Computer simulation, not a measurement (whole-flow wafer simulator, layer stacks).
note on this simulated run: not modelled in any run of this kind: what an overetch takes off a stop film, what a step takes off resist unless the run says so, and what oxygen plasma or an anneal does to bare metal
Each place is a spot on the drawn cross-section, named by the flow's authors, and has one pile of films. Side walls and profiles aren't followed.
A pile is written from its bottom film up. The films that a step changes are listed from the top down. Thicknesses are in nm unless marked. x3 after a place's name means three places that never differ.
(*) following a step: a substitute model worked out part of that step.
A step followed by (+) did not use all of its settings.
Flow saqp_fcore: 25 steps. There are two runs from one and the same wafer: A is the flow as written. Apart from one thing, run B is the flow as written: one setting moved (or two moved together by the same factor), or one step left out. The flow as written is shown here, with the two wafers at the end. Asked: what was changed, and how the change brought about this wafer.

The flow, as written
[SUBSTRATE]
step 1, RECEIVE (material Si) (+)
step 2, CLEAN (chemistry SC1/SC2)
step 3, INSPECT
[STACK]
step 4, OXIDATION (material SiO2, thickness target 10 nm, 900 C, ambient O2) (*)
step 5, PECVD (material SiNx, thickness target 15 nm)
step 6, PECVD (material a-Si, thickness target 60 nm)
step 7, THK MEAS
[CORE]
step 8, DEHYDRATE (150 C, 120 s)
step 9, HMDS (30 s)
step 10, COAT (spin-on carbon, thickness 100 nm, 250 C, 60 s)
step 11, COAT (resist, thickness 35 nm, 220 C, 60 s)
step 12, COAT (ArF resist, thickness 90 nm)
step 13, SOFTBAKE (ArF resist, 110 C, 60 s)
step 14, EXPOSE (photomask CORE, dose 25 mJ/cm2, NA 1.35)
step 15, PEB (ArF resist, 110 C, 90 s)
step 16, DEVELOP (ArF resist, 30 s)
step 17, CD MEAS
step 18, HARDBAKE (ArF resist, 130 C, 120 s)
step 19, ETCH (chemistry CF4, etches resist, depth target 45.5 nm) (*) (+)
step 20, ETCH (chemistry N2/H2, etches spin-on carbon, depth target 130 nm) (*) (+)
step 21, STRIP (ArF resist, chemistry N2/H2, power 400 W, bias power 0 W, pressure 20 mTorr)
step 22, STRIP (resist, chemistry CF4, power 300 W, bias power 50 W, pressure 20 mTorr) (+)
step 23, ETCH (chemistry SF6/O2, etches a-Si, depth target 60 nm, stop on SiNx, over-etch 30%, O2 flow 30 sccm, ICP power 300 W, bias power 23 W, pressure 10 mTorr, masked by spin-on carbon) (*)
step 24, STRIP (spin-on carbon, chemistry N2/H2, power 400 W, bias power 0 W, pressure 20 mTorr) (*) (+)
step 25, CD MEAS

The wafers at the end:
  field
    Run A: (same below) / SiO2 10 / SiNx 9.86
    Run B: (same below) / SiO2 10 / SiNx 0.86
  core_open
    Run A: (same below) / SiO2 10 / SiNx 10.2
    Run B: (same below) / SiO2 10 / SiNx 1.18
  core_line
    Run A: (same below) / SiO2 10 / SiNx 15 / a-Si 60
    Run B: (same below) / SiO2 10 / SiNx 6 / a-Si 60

What caused this: step 5, PECVD: thickness target 6 nm was run, though the flow has thickness target 15 nm.
The wafer lets one read it off: core_line has SiNx 6, and step 5 as written asks for 15 nm.

How this came from the change, step by step:
  step 5, PECVD (material SiNx, thickness target 15 nm)
      field, core_open, core_line: A SiNx gains 15 (new film) | B SiNx gains 6 (new film)
